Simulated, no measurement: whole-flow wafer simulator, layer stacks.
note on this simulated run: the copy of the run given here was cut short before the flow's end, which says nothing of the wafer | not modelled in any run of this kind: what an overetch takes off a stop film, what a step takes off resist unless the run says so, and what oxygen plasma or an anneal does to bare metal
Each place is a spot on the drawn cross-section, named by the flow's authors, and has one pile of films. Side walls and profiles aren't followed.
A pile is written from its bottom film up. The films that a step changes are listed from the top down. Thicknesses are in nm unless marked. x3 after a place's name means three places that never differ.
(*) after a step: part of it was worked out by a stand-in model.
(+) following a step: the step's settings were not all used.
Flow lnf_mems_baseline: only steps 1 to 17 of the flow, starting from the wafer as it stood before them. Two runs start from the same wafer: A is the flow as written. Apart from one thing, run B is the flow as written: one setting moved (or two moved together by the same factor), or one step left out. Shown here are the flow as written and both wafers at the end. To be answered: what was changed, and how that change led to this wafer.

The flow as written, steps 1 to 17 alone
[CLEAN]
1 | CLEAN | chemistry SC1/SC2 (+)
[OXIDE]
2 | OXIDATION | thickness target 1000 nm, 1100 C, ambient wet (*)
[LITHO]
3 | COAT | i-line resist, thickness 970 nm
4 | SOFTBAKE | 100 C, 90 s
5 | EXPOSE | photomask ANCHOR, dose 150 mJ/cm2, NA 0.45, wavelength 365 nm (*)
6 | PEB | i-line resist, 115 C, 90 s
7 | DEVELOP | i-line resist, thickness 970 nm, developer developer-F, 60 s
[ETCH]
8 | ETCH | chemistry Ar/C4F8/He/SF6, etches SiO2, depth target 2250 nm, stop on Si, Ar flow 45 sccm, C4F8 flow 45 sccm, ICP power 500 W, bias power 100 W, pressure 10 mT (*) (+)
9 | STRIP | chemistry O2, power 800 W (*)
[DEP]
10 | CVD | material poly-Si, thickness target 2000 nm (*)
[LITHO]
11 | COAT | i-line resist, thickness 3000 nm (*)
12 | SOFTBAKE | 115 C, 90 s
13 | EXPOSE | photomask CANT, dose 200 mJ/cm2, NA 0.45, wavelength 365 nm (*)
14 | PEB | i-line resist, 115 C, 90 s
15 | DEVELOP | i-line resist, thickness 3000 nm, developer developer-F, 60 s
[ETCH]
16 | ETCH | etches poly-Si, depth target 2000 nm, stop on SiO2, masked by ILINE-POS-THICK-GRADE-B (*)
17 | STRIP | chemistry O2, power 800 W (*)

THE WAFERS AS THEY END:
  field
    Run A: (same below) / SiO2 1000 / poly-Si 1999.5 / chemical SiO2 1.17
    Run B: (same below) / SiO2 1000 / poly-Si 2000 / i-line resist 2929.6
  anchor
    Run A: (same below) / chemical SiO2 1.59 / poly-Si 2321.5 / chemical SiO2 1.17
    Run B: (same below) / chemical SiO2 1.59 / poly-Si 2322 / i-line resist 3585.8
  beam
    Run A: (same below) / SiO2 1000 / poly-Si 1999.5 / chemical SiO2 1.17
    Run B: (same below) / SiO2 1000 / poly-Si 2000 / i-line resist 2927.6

Cause: step 17, STRIP: chemistry O2, power 800 W (*), was not run.

How this came from the change, step by step:
  (no step that both runs have acts differently)
